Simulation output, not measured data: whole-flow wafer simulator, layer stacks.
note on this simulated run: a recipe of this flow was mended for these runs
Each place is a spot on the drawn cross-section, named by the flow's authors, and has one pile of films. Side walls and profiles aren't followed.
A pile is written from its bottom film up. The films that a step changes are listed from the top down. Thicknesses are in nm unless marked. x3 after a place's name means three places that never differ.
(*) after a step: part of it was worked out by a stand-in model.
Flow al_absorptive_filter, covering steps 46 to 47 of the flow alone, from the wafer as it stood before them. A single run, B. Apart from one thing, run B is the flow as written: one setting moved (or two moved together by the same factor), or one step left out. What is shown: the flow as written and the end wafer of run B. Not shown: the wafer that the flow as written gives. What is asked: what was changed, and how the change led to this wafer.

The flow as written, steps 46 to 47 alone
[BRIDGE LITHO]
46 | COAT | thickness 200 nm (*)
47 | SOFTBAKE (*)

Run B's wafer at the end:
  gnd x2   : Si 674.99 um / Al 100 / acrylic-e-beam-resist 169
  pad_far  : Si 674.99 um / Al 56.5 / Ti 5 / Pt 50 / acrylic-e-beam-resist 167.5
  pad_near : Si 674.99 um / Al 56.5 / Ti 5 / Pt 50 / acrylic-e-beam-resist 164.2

Cause: step 46, COAT: thickness 169 nm was run, while the flow as written has thickness 200 nm.
One can read it off the wafer: gnd x2 has acrylic-e-beam-resist 169, and step 46 as written asks for 200 nm.

How this came from the change, step by step:
  46 | COAT | thickness 200 nm (*)
      gnd x2, idc_field: +169 acrylic-e-beam-resist (new film) (as written it would have been: +200 acrylic-e-beam-resist (new film))
      pad_far: +167.5 acrylic-e-beam-resist (new film) (as written it would have been: +198.5 acrylic-e-beam-resist (new film))
      (and at 10 other places as well)
